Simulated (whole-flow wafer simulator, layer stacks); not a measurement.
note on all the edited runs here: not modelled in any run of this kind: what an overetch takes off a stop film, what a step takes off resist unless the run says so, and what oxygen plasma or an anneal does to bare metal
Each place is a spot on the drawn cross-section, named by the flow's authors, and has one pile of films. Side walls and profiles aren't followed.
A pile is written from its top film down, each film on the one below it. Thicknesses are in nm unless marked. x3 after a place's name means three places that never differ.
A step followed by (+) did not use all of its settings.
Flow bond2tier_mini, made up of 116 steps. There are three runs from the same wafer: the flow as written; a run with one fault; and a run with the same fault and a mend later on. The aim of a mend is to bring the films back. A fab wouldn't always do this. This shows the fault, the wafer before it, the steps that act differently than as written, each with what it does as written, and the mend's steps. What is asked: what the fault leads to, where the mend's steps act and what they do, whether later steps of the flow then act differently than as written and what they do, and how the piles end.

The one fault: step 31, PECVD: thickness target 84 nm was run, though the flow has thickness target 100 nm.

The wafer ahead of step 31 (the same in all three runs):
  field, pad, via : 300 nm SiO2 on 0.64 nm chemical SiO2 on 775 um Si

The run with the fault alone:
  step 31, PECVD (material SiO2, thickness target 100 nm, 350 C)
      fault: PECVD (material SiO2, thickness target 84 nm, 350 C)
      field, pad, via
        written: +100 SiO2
        fault: +84 SiO2
  None of the later steps of the flow acts differently than as written at any place that is followed.
  The piles end different from the flow's at pad by more than 2% or 0.5 nm, whichever is larger.
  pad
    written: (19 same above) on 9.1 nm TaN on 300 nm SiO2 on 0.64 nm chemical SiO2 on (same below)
    fault: (19 same above) on 9.1 nm TaN on 284 nm SiO2 on 0.64 nm chemical SiO2 on (same below)

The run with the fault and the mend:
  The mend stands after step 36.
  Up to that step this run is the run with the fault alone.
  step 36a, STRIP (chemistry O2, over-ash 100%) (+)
      field
        -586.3 KrF resist (all of it)
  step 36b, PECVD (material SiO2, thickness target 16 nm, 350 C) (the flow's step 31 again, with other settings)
      field, pad, via
        +16 SiO2
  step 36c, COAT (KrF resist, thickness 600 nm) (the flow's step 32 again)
      field, pad, via
        +600 KrF resist (new film)
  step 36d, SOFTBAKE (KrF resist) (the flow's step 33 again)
      alters no film at any place that is followed
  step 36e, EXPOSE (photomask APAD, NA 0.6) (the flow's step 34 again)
      alters no film at any place that is followed
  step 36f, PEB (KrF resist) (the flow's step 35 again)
      alters no film at any place that is followed
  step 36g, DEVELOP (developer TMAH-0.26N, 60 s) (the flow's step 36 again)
      pad, via
        -600 KrF resist (all of it)
      field
        -13.7 KrF resist
  None of the later steps of the flow acts differently than as written at any place that is followed.
  At every place that both follow, the piles at the end match the flow's.
